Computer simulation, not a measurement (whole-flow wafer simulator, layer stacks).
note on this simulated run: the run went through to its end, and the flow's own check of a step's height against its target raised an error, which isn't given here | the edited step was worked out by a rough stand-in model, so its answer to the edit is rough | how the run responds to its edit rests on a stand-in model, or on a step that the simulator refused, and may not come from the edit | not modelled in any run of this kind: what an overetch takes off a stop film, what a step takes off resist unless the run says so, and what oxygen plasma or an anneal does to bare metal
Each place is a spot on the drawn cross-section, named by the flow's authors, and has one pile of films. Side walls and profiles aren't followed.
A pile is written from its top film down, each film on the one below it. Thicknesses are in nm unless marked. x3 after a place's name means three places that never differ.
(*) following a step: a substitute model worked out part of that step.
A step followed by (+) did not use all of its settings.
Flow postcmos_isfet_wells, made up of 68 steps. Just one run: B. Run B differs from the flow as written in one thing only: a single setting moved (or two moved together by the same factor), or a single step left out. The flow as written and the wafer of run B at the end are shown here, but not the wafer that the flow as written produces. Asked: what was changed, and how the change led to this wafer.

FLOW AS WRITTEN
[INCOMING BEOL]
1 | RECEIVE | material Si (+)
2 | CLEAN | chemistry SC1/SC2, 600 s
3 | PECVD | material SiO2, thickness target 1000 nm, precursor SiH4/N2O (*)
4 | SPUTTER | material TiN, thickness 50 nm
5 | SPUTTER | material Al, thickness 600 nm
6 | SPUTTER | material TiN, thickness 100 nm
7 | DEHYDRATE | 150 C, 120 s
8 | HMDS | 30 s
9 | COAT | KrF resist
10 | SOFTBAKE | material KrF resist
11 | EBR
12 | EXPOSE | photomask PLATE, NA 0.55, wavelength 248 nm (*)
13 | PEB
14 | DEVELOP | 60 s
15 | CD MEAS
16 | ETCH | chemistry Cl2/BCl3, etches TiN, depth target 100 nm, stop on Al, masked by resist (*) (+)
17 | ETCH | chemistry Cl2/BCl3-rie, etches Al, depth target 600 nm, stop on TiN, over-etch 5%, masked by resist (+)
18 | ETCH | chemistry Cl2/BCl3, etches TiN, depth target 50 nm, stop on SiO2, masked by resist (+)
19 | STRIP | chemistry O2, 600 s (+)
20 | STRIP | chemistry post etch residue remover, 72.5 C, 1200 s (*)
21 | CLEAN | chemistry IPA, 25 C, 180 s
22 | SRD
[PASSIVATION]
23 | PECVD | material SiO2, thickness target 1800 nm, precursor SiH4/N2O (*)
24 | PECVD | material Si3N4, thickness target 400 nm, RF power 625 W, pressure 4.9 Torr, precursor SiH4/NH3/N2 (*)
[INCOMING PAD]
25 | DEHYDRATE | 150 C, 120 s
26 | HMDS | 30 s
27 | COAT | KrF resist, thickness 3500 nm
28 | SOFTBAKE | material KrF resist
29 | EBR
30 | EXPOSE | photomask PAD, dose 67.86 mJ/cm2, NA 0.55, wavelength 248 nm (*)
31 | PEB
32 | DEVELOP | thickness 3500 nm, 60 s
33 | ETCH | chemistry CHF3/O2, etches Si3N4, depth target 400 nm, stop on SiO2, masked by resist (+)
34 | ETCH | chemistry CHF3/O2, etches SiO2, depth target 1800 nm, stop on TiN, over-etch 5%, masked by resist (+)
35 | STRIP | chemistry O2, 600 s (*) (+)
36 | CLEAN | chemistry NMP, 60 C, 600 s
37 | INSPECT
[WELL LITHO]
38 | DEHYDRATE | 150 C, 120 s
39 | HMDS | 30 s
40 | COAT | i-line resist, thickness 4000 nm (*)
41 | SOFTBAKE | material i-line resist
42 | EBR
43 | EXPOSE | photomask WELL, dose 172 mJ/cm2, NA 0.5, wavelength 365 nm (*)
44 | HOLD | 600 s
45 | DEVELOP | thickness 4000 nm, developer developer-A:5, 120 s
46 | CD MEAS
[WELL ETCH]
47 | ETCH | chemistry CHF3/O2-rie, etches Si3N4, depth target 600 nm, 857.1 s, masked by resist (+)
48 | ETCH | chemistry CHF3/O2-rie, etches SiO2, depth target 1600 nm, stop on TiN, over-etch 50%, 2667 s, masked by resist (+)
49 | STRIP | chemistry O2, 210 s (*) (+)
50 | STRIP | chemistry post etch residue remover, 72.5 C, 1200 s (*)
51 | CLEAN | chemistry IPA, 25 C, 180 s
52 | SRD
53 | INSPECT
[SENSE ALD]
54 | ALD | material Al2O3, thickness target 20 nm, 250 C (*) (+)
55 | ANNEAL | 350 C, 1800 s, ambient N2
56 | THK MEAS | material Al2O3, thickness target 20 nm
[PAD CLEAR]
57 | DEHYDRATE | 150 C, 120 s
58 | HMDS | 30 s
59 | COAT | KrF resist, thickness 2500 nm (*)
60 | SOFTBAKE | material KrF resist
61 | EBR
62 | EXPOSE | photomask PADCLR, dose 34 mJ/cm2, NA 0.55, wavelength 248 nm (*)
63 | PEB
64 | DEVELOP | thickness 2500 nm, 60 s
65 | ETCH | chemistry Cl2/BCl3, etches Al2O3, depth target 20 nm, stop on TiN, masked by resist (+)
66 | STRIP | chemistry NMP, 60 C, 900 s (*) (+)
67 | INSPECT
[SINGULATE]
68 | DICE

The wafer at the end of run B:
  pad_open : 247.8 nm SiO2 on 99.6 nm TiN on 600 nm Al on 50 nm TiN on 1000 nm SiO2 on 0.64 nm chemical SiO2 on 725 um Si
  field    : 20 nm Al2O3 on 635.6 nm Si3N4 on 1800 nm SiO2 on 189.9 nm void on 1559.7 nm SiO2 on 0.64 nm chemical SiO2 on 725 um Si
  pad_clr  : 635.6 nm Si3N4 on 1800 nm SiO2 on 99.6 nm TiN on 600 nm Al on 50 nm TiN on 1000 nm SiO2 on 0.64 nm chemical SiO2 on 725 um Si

The reason: step 24, PECVD: thickness target 636 nm was run, while the flow as written has thickness target 400 nm.

How this came from the change, step by step:
  24 | PECVD | material Si3N4, thickness target 400 nm, RF power 625 W, pressure 4.9 Torr, precursor SiH4/NH3/N2 (*)
      field, margin, well900, well1300 x3, pad_rim, pad_clr, pad_open: +636 Si3N4 (new film) (as written it would have been: +400 Si3N4 (new film))
  33 | ETCH | chemistry CHF3/O2, etches Si3N4, depth target 400 nm, stop on SiO2, masked by resist (+)
      pad_open: -400 Si3N4 (as written it would have been: -400 Si3N4 (all of it))
  34 | ETCH | chemistry CHF3/O2, etches SiO2, depth target 1800 nm, stop on TiN, over-etch 5%, masked by resist (+)
      pad_open: -236 Si3N4 (all of it), -1552.2 SiO2 (as written it would have been: -1800 SiO2 (all of it))
  47 | ETCH | chemistry CHF3/O2-rie, etches Si3N4, depth target 600 nm, 857.1 s, masked by resist (+)
      well900, well1300 x3: -600 Si3N4 (as written it would have been: -400 Si3N4 (all of it), -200 SiO2)
  48 | ETCH | chemistry CHF3/O2-rie, etches SiO2, depth target 1600 nm, stop on TiN, over-etch 50%, 2667 s, masked by resist (+)
      well900, well1300 x3: -36 Si3N4 (all of it), -1800 SiO2 (all of it) (as written it would have been: -1600 SiO2 (all of it))
  59 | COAT | KrF resist, thickness 2500 nm (*)
      field: +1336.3 KrF resist (new film) (as written it would have been: +1449 KrF resist (new film))
      margin: +1336.2 KrF resist (new film) (as written it would have been: +1448.9 KrF resist (new film))
  63 | PEB
      field, margin: -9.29 KrF resist (as written it would have been: -10.1 KrF resist)
  66 | STRIP | chemistry NMP, 60 C, 900 s (*) (+)
      field: -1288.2 KrF resist (all of it) (as written it would have been: -1400.1 KrF resist (all of it))
      margin: -1288.1 KrF resist (all of it) (as written it would have been: -1400.1 KrF resist (all of it))
